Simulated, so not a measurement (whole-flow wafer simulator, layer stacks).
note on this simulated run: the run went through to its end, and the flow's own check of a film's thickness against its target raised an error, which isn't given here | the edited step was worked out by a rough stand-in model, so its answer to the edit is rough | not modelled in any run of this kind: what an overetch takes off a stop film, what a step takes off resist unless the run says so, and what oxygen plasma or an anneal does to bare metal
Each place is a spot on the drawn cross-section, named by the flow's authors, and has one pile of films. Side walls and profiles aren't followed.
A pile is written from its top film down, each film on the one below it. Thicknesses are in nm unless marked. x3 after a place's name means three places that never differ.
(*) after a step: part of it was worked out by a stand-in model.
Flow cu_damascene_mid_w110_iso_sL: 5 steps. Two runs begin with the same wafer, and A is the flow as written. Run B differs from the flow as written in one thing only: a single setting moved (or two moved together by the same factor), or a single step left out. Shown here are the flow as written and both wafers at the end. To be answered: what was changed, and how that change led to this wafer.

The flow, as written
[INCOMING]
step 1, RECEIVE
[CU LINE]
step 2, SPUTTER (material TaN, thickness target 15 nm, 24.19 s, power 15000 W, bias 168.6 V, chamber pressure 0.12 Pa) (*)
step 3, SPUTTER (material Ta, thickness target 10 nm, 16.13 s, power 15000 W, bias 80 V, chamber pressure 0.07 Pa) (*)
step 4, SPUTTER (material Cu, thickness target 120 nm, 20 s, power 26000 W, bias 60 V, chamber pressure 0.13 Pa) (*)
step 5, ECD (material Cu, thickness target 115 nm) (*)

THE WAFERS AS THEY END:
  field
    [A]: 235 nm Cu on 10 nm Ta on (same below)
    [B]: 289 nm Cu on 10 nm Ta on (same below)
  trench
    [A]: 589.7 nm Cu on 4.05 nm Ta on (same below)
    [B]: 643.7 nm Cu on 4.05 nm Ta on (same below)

Cause: step 4, SPUTTER: thickness target 174 nm was run, while the flow as written has thickness target 120 nm; step 4, SPUTTER: 29 s was run, where the flow has 20 s.

How this came from the change, step by step:
  step 4, SPUTTER (material Cu, thickness target 120 nm, 20 s, power 26000 W, bias 60 V, chamber pressure 0.13 Pa) (*)
      field: A Cu gains 120 (new film) | B Cu gains 174 (new film)
      trench: A Cu gains 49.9 (new film) | B Cu gains 72.4 (new film)
  step 5, ECD (material Cu, thickness target 115 nm) (*)
      trench: A Cu gains 539.8 | B Cu gains 571.3
